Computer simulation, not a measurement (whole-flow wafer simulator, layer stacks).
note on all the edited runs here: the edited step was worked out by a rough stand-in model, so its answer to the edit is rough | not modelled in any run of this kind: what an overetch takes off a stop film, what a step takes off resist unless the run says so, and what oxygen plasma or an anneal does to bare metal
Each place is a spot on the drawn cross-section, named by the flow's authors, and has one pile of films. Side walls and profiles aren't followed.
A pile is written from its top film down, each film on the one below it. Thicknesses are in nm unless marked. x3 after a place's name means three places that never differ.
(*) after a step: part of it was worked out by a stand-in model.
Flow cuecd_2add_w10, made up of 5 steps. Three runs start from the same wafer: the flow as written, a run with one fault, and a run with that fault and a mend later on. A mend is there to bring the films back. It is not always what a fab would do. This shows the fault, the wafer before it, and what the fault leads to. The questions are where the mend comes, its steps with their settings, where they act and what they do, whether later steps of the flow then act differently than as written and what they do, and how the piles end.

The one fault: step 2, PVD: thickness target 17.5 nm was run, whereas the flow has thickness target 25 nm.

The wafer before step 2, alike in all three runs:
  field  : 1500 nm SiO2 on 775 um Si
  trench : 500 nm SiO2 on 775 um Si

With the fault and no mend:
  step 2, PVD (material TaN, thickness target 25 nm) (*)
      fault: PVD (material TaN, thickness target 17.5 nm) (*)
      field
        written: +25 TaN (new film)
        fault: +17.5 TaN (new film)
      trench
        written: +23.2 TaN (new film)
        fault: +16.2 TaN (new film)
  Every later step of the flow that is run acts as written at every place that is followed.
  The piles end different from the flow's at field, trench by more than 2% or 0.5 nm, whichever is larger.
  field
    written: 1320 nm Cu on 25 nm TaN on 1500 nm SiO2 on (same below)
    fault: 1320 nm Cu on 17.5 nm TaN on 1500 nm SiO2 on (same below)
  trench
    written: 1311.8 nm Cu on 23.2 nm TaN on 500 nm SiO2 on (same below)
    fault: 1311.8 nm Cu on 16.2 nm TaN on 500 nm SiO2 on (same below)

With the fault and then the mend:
  The mend stands after step 2.
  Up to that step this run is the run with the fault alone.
  step 2a, PVD (material TaN, thickness target 7.5 nm) (*) (the flow's step 2 again, with other settings)
      field
        +7.5 TaN
      trench
        +6.95 TaN
  Every later step of the flow that is run acts as written at every place that is followed.
  At every place that both follow, the piles at the end match the flow's.
